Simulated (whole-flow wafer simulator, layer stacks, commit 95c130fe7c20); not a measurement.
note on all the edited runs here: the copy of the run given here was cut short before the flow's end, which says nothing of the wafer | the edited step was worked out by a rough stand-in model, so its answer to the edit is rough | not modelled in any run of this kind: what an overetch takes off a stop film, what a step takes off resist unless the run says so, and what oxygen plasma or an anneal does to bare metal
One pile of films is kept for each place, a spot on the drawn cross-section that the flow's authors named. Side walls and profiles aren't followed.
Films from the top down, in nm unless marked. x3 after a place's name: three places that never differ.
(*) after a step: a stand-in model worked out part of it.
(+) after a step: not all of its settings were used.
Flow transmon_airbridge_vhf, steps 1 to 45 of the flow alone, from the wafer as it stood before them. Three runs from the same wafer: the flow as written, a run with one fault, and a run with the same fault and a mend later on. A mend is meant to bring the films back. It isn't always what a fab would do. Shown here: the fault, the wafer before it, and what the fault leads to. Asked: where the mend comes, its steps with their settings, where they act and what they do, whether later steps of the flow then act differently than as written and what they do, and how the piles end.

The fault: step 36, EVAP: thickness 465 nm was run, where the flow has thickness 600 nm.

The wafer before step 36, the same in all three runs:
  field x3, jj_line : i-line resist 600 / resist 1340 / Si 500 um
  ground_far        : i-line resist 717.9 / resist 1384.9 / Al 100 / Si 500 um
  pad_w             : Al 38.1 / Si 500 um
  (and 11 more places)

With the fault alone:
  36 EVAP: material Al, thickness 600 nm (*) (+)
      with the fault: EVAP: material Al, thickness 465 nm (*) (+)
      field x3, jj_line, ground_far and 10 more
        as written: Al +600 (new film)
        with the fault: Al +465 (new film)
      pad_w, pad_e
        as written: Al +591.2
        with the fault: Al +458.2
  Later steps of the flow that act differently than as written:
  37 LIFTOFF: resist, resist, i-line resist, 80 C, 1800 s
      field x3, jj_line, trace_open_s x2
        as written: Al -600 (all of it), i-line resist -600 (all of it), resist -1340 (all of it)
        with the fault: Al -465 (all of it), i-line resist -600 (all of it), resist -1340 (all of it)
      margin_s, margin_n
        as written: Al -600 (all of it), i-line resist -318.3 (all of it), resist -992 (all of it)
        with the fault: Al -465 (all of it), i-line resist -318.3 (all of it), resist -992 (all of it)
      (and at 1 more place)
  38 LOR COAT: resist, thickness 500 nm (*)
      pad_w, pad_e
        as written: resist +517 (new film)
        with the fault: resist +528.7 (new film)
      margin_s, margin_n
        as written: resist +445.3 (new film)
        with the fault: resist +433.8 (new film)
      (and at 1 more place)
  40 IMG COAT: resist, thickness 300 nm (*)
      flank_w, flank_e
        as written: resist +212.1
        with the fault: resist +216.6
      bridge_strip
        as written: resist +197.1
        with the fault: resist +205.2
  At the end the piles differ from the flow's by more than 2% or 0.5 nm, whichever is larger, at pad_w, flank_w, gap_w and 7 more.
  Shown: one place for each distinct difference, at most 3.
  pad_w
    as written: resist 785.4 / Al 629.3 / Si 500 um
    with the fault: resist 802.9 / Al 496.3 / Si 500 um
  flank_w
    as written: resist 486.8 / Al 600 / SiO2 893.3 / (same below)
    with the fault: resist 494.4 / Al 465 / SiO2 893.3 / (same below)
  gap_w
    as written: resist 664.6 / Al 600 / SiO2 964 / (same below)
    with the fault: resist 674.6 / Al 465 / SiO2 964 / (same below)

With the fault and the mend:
  The mend comes after step 36.
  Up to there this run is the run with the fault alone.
  36a EVAP: material Al, thickness 135 nm (*) (+) (the flow's step 36 once more, with other settings)
      field x3, jj_line, ground_far and 10 more
        Al +135
      pad_w, pad_e
        Al +133
  No later step of the flow acts differently than as written, at any place that is followed, by more than 2% or 0.5 nm, whichever is larger.
  At the end the piles differ from the flow's only slightly at the places that both follow, by at most 2% or 0.5 nm, whichever is larger.
